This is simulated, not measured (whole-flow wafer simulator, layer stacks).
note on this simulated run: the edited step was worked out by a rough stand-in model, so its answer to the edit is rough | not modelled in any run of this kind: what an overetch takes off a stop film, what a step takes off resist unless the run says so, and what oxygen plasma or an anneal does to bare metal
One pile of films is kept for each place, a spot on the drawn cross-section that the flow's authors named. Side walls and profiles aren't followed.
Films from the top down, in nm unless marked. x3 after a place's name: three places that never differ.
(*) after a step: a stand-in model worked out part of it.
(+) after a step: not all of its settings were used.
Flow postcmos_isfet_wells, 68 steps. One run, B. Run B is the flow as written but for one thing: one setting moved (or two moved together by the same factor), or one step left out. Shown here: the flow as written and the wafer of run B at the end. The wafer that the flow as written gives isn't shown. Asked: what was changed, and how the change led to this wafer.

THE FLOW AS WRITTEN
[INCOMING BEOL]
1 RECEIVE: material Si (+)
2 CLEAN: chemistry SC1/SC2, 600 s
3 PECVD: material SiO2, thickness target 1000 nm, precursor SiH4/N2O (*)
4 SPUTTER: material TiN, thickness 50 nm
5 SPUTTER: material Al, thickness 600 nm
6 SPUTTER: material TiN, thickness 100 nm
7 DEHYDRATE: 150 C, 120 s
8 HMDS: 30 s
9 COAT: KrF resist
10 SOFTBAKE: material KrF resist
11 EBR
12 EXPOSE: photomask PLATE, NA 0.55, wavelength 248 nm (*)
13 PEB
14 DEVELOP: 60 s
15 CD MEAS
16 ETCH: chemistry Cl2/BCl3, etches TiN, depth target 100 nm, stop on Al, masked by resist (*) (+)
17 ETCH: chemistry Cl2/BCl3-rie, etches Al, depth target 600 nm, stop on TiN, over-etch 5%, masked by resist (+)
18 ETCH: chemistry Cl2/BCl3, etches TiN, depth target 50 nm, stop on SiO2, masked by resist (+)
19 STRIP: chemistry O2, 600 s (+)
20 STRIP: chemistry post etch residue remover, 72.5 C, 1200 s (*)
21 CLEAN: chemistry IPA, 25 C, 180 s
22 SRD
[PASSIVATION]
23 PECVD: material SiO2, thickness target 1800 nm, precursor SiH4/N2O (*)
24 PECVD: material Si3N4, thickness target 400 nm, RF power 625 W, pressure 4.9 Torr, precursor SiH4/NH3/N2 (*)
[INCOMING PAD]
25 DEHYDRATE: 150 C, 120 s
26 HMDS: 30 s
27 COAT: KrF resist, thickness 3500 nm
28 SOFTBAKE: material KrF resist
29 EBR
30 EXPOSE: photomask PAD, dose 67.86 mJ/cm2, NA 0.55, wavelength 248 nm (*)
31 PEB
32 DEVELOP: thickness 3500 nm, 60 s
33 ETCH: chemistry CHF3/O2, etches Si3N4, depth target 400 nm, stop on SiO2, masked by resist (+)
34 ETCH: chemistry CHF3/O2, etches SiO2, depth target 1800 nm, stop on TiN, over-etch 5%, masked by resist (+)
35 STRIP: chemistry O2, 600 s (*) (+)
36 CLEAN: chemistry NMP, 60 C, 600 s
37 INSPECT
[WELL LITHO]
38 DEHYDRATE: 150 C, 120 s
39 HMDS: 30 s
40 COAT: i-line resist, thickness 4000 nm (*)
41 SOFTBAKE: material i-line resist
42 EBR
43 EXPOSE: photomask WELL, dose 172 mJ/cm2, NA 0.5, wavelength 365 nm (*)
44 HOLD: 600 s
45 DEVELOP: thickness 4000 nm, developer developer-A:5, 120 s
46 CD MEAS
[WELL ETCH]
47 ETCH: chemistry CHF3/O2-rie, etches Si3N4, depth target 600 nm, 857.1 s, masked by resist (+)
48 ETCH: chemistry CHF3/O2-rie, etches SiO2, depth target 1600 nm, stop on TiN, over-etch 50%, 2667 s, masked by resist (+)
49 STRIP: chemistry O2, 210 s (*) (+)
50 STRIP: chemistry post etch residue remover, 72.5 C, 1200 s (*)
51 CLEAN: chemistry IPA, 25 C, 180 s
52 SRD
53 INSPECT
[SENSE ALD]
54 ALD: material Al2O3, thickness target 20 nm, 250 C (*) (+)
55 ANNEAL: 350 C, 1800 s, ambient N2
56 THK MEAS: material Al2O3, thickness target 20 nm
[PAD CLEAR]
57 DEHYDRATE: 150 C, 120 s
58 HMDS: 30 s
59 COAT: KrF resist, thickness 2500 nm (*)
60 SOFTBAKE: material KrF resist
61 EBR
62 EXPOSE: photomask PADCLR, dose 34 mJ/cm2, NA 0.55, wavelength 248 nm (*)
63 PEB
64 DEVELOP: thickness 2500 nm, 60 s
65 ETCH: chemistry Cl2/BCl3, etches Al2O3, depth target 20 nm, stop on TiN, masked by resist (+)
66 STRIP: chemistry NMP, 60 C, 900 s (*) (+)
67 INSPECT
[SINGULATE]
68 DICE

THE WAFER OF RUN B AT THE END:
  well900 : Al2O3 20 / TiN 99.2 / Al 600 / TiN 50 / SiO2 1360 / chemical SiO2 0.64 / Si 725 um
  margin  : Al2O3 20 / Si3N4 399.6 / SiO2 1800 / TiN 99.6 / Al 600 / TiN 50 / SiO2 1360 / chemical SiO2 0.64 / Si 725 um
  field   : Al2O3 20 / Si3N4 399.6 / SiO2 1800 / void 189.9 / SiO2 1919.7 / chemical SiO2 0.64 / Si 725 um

The cause: step 3, PECVD: thickness target 1360 nm was run, where the flow has thickness target 1000 nm.
It can be read off the wafer: well900 has SiO2 1360, and step 3 as written asks for 1000 nm.

How the change led to this, step by step:
  3 PECVD: material SiO2, thickness target 1000 nm, precursor SiH4/N2O (*)
      field, margin, well900, well1300 x3, pad_rim, pad_clr, pad_open: SiO2 +1360 (new film) (as written it would be: SiO2 +1000 (new film))
